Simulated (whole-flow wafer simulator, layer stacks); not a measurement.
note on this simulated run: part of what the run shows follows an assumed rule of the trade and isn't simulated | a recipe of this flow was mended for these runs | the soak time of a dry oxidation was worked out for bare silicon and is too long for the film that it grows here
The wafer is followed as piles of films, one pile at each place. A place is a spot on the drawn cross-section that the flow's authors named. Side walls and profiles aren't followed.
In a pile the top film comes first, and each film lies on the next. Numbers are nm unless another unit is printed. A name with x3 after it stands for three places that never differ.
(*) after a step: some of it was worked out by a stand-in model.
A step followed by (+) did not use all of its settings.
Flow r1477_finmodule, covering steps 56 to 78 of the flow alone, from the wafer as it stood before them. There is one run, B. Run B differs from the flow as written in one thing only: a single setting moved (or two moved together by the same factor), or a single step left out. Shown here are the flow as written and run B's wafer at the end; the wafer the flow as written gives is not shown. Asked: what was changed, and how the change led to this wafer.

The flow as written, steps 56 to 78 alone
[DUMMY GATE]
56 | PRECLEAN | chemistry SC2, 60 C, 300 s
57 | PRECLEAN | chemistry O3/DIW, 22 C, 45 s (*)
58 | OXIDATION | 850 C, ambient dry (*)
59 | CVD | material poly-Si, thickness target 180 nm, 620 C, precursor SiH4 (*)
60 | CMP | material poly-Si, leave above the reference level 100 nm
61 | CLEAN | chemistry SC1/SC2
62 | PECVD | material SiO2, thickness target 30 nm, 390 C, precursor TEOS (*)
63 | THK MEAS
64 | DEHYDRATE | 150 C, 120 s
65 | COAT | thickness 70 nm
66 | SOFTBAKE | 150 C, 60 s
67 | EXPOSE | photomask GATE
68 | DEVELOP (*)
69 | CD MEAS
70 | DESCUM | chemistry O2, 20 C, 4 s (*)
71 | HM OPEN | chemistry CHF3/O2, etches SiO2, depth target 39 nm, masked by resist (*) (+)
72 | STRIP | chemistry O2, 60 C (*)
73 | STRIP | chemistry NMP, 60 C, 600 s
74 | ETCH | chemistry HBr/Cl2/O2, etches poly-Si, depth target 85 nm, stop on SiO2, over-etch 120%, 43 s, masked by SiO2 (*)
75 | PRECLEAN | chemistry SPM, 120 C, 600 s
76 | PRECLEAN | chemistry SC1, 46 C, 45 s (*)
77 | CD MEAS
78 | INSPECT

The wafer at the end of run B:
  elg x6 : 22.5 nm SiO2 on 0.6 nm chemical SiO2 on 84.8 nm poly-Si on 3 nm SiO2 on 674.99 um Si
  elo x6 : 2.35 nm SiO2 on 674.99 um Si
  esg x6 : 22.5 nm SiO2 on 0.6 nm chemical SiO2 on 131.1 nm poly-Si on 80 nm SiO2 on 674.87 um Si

The reason: step 59, CVD: 585 C was run, though the flow has 620 C.

The path from the change to this, step by step:
  59 | CVD | material poly-Si, thickness target 180 nm, 620 C, precursor SiH4 (*)
      esg x6, s40cg x3, eso x6, s40co x3: +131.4 poly-Si (new film) (in the flow as written it would be: +226.3 poly-Si (new film))
      pad, padg, elg x6, e200lg, elo x6, e200lo: +85 poly-Si (new film) (in the flow as written it would be: +180 poly-Si (new film))
      (as well as at 2 more places)
  60 | CMP | material poly-Si, leave above the reference level 100 nm
      elg x6, esg x6, e200lg, s40cg x3, elo x6, eso x6, e200lo, s40co x3: nothing (in the flow as written it would be: -80 poly-Si)
      pad, padg: nothing (in the flow as written it would be: -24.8 poly-Si)
      (as well as at 2 more places)
  65 | COAT | thickness 70 nm
      e200lg, e200lo: +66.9 e-beam-resist (new film) (in the flow as written it would be: +70 e-beam-resist (new film))
      e200sg, e200so: +82.8 e-beam-resist (new film) (in the flow as written it would be: +70 e-beam-resist (new film))
  68 | DEVELOP (*)
      e200lo: -66.9 e-beam-resist (all of it) (in the flow as written it would be: -70 e-beam-resist (all of it))
      e200so: -82.8 e-beam-resist (all of it) (in the flow as written it would be: -70 e-beam-resist (all of it))
  72 | STRIP | chemistry O2, 60 C (*)
      e200lg: -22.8 e-beam-resist (all of it) (in the flow as written it would be: -25.9 e-beam-resist (all of it))
      e200sg: -38.7 e-beam-resist (all of it) (in the flow as written it would be: -25.9 e-beam-resist (all of it))
  74 | ETCH | chemistry HBr/Cl2/O2, etches poly-Si, depth target 85 nm, stop on SiO2, over-etch 120%, 43 s, masked by SiO2 (*)
      eso x6, s40co x3: -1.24 chemical SiO2 (all of it), -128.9 poly-Si (all of it), -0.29 SiO2 (in the flow as written it would be: -1.12 chemical SiO2 (all of it), -143.9 poly-Si (all of it), -0.22 SiO2)
      elo x6, e200lo: -1.24 chemical SiO2 (all of it), -82.6 poly-Si (all of it), -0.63 SiO2 (in the flow as written it would be: -1.12 chemical SiO2 (all of it), -97.6 poly-Si (all of it), -0.45 SiO2)
      (as well as at 2 more places)
